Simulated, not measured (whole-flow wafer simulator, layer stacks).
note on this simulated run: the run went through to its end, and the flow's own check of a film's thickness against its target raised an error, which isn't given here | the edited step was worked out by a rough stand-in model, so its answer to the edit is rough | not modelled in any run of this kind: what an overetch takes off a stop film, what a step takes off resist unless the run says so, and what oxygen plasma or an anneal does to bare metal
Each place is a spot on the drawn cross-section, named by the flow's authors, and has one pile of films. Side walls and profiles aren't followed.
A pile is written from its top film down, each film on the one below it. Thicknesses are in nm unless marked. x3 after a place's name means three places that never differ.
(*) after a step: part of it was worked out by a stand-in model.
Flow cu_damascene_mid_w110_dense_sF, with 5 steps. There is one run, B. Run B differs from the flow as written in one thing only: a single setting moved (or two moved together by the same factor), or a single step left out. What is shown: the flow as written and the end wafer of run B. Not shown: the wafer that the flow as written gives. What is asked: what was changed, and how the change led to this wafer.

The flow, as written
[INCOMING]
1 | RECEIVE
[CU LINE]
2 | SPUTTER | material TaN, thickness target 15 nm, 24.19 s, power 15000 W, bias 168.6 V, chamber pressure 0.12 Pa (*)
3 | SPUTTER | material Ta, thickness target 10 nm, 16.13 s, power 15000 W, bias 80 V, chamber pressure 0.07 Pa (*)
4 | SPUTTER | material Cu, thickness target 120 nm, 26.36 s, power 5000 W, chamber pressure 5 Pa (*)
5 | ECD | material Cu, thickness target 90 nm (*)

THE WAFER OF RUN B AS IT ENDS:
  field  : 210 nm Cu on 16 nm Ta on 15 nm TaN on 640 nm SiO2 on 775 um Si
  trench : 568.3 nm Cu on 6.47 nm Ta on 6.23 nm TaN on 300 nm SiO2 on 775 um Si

The reason: step 3, SPUTTER: 25.81 s was run, though the flow has 16.13 s.

The path from the change to this, step by step:
  3 | SPUTTER | material Ta, thickness target 10 nm, 16.13 s, power 15000 W, bias 80 V, chamber pressure 0.07 Pa (*)
      field: +16 Ta (new film) (as written it would have been: +10 Ta (new film))
      trench: +6.47 Ta (new film) (as written it would have been: +4.05 Ta (new film))
